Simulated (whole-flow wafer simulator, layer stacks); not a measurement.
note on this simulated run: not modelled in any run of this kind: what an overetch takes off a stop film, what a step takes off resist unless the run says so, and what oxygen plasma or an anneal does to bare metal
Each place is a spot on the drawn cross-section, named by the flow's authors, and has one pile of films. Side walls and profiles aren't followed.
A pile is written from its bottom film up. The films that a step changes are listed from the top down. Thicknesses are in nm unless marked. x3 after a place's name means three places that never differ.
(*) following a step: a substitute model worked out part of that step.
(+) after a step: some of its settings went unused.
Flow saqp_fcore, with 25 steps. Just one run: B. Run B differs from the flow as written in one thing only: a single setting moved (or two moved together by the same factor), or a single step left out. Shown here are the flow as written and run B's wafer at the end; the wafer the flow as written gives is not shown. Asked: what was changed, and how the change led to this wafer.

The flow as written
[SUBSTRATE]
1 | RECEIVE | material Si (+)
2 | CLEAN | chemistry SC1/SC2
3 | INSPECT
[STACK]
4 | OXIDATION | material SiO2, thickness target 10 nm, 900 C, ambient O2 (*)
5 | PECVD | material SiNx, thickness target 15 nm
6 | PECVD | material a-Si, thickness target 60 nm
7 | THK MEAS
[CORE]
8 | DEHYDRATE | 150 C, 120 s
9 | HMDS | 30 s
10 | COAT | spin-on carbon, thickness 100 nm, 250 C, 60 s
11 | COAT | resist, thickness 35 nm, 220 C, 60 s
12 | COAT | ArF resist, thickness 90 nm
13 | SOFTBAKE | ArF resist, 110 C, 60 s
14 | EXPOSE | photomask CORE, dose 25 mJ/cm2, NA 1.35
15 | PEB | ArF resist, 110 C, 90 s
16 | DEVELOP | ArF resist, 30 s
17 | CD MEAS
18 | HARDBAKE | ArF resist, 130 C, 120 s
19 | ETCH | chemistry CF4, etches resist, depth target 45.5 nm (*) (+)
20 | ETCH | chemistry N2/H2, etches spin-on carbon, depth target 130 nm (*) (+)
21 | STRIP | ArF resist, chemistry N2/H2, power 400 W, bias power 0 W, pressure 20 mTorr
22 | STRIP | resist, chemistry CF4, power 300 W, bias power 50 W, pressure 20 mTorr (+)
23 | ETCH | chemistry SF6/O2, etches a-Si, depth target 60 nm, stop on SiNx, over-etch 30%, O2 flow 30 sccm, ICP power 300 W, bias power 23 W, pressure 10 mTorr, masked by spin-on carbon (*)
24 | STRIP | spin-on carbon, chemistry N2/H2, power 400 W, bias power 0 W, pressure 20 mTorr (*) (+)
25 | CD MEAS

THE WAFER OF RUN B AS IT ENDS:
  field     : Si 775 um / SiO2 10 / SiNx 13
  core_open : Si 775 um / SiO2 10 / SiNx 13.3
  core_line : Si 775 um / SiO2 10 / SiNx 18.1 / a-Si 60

What caused this: step 5, PECVD: thickness target 18.1 nm was run, whereas the flow has thickness target 15 nm.
The wafer itself shows it: core_line has SiNx 18.1, and step 5 as written asks for 15 nm.

The path from the change to this, step by step:
  5 | PECVD | material SiNx, thickness target 15 nm
      field, core_open, core_line: SiNx gains 18.1 (new film) (it would be, as written: SiNx gains 15 (new film))
